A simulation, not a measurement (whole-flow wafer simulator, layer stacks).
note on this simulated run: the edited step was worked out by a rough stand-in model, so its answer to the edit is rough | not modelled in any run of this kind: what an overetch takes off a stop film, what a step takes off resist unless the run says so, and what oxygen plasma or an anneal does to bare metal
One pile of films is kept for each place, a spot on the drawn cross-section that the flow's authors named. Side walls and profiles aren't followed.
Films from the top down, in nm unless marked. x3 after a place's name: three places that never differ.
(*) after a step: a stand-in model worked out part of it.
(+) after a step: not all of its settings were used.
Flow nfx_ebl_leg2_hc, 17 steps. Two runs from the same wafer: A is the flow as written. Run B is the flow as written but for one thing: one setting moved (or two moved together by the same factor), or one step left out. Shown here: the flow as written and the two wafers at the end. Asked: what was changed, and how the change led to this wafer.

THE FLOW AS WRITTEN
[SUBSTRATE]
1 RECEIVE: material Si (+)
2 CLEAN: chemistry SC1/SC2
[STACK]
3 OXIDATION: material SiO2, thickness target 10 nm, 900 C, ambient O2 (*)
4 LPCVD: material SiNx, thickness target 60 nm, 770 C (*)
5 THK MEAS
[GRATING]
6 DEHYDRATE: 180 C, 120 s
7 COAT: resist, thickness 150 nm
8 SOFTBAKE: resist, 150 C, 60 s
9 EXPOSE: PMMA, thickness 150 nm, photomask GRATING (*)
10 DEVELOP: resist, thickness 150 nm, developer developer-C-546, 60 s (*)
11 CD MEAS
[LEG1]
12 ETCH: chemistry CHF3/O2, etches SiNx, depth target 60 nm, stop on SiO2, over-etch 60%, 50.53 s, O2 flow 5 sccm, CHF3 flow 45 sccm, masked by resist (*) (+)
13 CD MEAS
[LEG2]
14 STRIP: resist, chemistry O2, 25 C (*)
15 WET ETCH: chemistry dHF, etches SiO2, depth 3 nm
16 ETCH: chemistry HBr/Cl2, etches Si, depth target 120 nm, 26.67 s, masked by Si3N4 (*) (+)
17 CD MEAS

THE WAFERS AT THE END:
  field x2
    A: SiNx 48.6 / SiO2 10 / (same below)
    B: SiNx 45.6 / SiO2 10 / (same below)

The cause: step 4, LPCVD: thickness target 57 nm was run, where the flow has thickness target 60 nm.

How the change led to this, step by step:
  4 LPCVD: material SiNx, thickness target 60 nm, 770 C (*)
      field x2, pad x2: A SiNx +60 (new film) | B SiNx +57 (new film)
  12 ETCH: chemistry CHF3/O2, etches SiNx, depth target 60 nm, stop on SiO2, over-etch 60%, 50.53 s, O2 flow 5 sccm, CHF3 flow 45 sccm, masked by resist (*) (+)
      pad x2: A SiNx -60 (all of it), SiO2 -10 (all of it) | B SiNx -57 (all of it), SiO2 -10 (all of it)
